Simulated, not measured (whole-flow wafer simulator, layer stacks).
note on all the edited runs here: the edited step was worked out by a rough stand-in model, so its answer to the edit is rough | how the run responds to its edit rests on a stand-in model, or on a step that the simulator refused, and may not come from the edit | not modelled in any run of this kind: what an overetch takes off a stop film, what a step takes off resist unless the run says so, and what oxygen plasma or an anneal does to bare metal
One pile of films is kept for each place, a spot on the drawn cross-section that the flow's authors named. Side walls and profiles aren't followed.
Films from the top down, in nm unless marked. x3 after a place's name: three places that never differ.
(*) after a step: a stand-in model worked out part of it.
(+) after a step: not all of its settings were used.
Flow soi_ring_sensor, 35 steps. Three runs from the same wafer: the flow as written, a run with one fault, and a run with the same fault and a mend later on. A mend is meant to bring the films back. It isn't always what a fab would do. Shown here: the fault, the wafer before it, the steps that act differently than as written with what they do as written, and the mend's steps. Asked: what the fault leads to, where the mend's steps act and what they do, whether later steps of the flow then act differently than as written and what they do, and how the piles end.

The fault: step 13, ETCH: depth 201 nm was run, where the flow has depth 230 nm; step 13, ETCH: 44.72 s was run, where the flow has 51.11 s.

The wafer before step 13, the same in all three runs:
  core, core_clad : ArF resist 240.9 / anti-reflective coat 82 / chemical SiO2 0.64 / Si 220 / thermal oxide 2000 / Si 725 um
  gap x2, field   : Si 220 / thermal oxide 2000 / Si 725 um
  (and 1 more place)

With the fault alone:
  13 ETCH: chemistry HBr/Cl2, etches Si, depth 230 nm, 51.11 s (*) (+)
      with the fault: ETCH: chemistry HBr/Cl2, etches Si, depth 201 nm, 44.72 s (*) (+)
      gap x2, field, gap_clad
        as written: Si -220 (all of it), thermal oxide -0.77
        with the fault: Si -201
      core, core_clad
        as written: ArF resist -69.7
        with the fault: ArF resist -61
  Later steps of the flow that act differently than as written:
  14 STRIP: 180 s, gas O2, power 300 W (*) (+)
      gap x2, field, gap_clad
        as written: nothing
        with the fault: chemical SiO2 +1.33 (new film), Si -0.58
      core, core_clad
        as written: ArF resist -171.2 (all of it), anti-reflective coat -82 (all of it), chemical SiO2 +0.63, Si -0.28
        with the fault: ArF resist -179.9 (all of it), anti-reflective coat -82 (all of it), chemical SiO2 +0.62, Si -0.27
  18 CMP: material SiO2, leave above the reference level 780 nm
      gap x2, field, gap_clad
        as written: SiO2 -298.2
        with the fault: SiO2 -318.7
  At the end the piles differ from the flow's by more than 2% or 0.5 nm, whichever is larger, at field.
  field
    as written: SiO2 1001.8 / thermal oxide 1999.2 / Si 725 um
    with the fault: SiO2 981.3 / chemical SiO2 1.33 / Si 18.4 / thermal oxide 2000 / Si 725 um

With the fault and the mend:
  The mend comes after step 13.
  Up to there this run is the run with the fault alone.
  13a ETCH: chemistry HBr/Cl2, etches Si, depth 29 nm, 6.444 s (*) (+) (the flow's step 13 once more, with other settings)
      gap x2, field, gap_clad
        Si -19 (all of it), thermal oxide -0.77
      core, core_clad
        ArF resist -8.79
  No later step of the flow acts differently than as written, at any place that is followed, by more than 2% or 0.5 nm, whichever is larger.
  At the end the piles are the same as the flow's at every place that both follow.
